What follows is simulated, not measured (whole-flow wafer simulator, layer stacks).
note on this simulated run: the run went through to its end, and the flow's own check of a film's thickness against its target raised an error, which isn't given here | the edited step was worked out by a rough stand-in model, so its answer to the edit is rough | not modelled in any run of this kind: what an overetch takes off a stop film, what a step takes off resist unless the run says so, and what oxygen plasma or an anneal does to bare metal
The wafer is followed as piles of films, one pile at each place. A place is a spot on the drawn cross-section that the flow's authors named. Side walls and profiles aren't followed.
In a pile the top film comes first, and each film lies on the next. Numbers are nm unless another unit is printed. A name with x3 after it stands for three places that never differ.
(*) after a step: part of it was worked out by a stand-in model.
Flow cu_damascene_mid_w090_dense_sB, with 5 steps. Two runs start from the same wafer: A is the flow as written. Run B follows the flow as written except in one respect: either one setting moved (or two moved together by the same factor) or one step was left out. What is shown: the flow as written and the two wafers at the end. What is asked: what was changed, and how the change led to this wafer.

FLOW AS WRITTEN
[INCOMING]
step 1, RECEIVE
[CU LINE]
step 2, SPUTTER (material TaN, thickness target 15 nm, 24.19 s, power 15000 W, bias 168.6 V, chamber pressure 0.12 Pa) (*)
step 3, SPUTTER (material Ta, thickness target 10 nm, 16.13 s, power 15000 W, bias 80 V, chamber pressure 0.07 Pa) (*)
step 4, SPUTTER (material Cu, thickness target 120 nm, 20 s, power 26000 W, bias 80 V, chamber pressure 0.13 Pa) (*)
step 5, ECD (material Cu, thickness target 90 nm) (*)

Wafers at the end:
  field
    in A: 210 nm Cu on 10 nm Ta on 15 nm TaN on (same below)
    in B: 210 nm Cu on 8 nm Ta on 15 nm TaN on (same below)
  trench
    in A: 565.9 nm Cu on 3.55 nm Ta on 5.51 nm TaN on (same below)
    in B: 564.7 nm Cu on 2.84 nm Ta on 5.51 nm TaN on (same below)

What caused this: step 3, SPUTTER: thickness target 8 nm was run, though the flow has thickness target 10 nm; step 3, SPUTTER: 12.9 s was run, where the flow has 16.13 s.
One can read it off the wafer: field has Ta 8, and step 3 as written asks for 10 nm.

Step by step, how the change led to this:
  step 3, SPUTTER (material Ta, thickness target 10 nm, 16.13 s, power 15000 W, bias 80 V, chamber pressure 0.07 Pa) (*)
      field: A +10 Ta (new film) | B +8 Ta (new film)
      trench: A +3.55 Ta (new film) | B +2.84 Ta (new film)
